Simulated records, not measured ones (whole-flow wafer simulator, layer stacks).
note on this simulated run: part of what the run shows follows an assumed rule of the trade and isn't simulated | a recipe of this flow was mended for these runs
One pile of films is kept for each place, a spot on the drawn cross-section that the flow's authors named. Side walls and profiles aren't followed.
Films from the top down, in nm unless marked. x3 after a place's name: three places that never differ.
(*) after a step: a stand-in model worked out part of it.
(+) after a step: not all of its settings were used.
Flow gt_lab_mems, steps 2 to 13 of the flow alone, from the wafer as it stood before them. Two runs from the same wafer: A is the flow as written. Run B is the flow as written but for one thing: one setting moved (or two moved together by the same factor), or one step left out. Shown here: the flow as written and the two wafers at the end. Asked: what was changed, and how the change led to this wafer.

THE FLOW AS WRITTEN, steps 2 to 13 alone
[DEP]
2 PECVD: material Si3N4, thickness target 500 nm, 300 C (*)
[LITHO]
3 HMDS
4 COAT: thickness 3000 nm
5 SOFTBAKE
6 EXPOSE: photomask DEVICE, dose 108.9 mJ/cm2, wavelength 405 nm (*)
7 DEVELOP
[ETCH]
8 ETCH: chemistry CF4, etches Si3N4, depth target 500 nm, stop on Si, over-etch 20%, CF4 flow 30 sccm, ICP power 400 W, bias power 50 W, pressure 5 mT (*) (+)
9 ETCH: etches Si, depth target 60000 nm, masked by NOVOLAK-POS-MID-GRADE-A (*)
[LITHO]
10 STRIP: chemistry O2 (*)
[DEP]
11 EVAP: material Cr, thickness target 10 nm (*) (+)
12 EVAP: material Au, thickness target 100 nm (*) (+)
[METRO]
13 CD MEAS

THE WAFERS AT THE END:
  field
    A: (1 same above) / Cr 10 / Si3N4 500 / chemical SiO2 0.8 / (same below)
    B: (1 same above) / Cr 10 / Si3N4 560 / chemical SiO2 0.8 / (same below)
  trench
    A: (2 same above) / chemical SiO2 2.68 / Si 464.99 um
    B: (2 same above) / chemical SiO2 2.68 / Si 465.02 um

The cause: step 2, PECVD: thickness target 560 nm was run, where the flow has thickness target 500 nm.
It can be read off the wafer: field has Si3N4 560, and step 2 as written asks for 500 nm.

How the change led to this, step by step:
  2 PECVD: material Si3N4, thickness target 500 nm, 300 C (*)
      field, trench: A Si3N4 +500 (new film) | B Si3N4 +560 (new film)
  8 ETCH: chemistry CF4, etches Si3N4, depth target 500 nm, stop on Si, over-etch 20%, CF4 flow 30 sccm, ICP power 400 W, bias power 50 W, pressure 5 mT (*) (+)
      trench: A Si3N4 -500 (all of it), chemical SiO2 -0.8 (all of it), Si -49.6 | B Si3N4 -560 (all of it), chemical SiO2 -0.8 (all of it), Si -19.6
